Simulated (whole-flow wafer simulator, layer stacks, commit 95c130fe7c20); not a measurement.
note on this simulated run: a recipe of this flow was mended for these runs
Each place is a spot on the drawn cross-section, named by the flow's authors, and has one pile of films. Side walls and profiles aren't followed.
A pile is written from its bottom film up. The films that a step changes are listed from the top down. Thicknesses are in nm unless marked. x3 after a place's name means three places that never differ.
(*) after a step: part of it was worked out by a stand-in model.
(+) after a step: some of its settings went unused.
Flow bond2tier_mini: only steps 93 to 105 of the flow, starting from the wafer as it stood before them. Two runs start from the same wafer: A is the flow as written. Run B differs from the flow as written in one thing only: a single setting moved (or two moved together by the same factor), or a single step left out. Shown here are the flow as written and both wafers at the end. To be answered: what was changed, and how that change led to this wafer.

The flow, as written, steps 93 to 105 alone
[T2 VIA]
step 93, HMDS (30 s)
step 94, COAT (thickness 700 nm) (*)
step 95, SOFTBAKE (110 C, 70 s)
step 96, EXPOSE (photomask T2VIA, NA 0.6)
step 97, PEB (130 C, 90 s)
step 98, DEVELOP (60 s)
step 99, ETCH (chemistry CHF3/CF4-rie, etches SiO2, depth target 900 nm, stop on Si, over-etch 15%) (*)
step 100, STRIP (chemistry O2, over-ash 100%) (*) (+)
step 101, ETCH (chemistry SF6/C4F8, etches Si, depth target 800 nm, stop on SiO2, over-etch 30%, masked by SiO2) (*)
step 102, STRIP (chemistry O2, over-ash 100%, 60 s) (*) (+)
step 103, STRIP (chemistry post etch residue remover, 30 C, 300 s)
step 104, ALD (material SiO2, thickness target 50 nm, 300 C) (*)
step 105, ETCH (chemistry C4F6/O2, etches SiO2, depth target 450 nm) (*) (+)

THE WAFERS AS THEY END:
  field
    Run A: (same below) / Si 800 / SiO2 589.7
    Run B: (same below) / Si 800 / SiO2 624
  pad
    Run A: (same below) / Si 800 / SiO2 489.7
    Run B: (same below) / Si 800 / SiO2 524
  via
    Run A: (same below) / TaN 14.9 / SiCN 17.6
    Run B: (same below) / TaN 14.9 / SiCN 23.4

What caused this: step 105, ETCH: depth target 415.7 nm was run, whereas the flow has depth target 450 nm.

Step by step, how the change led to this:
  step 105, ETCH (chemistry C4F6/O2, etches SiO2, depth target 450 nm) (*) (+)
      field, pad: A SiO2 loses 450 | B SiO2 loses 415.7
      via: A SiO2 loses 348.1 (all of it), SiCN loses 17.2 | B SiO2 loses 348.1 (all of it), SiCN loses 11.4
